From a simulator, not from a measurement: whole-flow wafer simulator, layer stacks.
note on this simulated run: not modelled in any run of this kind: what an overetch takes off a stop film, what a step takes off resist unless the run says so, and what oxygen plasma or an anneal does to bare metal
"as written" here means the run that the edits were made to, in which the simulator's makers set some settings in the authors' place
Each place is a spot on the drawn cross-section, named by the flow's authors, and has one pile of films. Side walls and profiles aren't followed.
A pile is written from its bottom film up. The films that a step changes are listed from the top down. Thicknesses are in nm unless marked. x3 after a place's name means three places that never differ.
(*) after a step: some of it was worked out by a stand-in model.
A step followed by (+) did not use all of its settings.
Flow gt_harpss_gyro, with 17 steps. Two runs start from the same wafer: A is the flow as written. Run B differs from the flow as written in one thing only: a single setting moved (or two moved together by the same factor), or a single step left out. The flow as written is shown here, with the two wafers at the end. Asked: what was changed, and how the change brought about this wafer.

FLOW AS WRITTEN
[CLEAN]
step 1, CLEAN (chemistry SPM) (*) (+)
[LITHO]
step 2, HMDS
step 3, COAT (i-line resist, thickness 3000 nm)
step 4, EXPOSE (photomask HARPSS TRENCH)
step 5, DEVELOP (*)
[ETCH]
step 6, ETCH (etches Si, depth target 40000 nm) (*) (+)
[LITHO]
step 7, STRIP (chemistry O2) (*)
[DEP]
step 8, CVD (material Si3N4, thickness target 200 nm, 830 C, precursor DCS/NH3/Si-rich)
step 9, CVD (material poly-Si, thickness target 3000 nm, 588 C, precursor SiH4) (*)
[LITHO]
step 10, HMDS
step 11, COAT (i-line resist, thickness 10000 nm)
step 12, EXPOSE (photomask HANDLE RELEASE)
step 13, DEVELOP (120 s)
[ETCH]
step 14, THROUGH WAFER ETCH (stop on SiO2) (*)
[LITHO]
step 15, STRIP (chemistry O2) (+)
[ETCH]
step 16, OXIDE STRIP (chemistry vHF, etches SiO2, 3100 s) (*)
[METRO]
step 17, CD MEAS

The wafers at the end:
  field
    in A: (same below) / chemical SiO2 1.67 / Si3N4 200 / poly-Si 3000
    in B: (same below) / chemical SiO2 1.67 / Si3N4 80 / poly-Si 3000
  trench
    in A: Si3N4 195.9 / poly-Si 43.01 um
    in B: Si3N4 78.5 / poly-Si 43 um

Cause: step 8, CVD: thickness target 80 nm was run, while the flow as written has thickness target 200 nm.
The wafer itself shows it: field has Si3N4 80, and step 8 as written asks for 200 nm.

How this came from the change, step by step:
  step 8, CVD (material Si3N4, thickness target 200 nm, 830 C, precursor DCS/NH3/Si-rich)
      field: A Si3N4 gains 200 (new film) | B Si3N4 gains 80 (new film)
      trench: A Si3N4 gains 195.9 (new film) | B Si3N4 gains 78.5 (new film)
  step 9, CVD (material poly-Si, thickness target 3000 nm, 588 C, precursor SiH4) (*)
      trench: A poly-Si gains 43.01 um (new film) | B poly-Si gains 43 um (new film)
